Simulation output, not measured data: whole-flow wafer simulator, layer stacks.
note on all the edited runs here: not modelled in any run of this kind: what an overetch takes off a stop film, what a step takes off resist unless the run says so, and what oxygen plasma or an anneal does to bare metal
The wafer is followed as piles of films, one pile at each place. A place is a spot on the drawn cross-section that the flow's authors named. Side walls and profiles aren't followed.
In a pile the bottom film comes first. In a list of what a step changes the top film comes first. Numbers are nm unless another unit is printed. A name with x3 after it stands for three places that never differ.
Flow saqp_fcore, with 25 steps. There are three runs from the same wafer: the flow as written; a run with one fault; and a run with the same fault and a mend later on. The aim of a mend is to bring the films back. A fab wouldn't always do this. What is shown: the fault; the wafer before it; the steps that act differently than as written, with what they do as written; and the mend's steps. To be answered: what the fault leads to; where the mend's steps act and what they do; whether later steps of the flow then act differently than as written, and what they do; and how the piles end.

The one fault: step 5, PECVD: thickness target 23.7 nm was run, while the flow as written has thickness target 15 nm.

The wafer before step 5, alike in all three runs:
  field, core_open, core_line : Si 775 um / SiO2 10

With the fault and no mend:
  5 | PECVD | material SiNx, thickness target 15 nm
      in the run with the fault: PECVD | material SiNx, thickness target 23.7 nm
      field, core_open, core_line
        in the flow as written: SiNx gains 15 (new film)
        in the run with the fault: SiNx gains 23.7 (new film)
  Every later step of the flow that is run acts as written at every place that is followed.
  By the end, the piles at field, core_open, core_line depart from the flow's by more than 2% or 0.5 nm, whichever is larger.
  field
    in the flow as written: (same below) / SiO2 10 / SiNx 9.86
    in the run with the fault: (same below) / SiO2 10 / SiNx 18.6
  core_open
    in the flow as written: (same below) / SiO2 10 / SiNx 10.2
    in the run with the fault: (same below) / SiO2 10 / SiNx 18.9
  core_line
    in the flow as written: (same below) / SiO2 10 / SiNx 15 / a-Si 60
    in the run with the fault: (same below) / SiO2 10 / SiNx 23.7 / a-Si 60

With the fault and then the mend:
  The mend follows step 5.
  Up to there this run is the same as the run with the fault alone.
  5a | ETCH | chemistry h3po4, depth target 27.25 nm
      field, core_open, core_line
        SiNx loses 23.7 (all of it)
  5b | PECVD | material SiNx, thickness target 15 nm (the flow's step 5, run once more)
      field, core_open, core_line
        SiNx gains 15 (new film)
  Every later step of the flow that is run acts as written at every place that is followed.
  At every place that both follow, the piles at the end match the flow's.
